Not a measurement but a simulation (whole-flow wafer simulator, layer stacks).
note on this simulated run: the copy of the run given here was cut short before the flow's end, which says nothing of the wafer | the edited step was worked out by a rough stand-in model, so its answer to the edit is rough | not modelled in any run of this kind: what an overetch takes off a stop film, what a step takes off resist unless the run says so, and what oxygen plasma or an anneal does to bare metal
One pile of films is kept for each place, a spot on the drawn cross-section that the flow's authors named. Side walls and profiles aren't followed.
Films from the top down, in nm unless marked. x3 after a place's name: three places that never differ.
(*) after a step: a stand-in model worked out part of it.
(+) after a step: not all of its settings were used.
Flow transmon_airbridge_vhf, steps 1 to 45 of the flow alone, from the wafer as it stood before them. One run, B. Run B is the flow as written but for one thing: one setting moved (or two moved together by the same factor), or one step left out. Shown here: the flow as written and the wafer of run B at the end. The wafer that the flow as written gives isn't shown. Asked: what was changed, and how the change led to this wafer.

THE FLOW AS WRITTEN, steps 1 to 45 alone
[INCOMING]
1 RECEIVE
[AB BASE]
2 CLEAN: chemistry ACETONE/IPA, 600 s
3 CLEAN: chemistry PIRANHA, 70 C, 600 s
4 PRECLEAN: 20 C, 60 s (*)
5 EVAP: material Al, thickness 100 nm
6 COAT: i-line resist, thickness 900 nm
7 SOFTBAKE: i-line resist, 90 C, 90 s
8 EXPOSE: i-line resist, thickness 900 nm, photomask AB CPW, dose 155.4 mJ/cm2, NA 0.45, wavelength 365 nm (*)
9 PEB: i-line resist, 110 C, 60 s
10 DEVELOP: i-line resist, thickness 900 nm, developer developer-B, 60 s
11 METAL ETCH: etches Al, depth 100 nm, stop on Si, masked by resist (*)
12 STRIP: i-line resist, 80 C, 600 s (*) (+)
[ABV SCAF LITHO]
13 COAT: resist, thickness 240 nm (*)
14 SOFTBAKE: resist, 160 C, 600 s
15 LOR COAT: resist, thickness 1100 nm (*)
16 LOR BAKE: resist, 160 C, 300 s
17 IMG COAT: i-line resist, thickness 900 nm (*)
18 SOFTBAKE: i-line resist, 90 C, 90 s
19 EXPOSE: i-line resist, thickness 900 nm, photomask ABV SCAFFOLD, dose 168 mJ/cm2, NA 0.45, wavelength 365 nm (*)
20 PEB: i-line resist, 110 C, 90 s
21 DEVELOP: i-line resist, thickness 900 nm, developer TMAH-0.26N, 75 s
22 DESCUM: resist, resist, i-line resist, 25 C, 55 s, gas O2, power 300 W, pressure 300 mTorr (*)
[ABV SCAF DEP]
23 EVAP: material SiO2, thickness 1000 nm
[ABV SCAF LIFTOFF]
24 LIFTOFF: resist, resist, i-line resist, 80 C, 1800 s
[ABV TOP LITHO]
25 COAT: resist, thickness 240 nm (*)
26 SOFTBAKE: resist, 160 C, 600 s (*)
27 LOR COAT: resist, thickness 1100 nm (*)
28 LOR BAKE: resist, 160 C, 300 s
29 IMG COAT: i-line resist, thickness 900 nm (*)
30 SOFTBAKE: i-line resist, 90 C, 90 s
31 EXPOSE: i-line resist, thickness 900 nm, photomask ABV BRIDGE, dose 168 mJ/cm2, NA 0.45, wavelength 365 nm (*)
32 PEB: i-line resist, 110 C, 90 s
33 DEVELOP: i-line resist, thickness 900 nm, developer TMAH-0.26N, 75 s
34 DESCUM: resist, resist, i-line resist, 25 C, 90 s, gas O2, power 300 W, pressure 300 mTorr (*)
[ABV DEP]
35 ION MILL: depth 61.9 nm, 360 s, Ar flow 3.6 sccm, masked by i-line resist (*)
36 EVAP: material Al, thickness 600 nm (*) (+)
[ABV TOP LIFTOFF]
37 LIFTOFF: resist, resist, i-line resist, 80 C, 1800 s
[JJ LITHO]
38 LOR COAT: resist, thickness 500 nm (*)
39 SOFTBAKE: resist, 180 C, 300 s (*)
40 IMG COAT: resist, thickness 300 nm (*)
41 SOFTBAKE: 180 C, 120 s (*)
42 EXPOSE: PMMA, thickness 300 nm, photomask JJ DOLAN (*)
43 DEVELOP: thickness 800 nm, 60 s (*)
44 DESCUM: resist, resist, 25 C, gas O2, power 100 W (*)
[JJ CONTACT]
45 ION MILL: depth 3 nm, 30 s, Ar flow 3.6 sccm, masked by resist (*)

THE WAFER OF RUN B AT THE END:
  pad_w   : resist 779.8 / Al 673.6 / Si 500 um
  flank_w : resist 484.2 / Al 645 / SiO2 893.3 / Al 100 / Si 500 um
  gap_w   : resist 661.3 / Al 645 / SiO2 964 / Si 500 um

The cause: step 36, EVAP: thickness 645 nm was run, where the flow has thickness 600 nm.
It can be read off the wafer: flank_w has Al 645, and step 36 as written asks for 600 nm.

How the change led to this, step by step:
  36 EVAP: material Al, thickness 600 nm (*) (+)
      field x3, jj_line, ground_far and 10 more: Al +645 (new film) (as written it would be: Al +600 (new film))
      pad_w, pad_e: Al +635.6 (as written it would be: Al +591.2)
  37 LIFTOFF: resist, resist, i-line resist, 80 C, 1800 s
      field x3, jj_line, trace_open_s x2: Al -645 (all of it), i-line resist -600 (all of it), resist -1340 (all of it) (as written it would be: Al -600 (all of it), i-line resist -600 (all of it), resist -1340 (all of it))
      margin_s, margin_n: Al -645 (all of it), i-line resist -318.3 (all of it), resist -992 (all of it) (as written it would be: Al -600 (all of it), i-line resist -318.3 (all of it), resist -992 (all of it))
      (and at 1 more place)
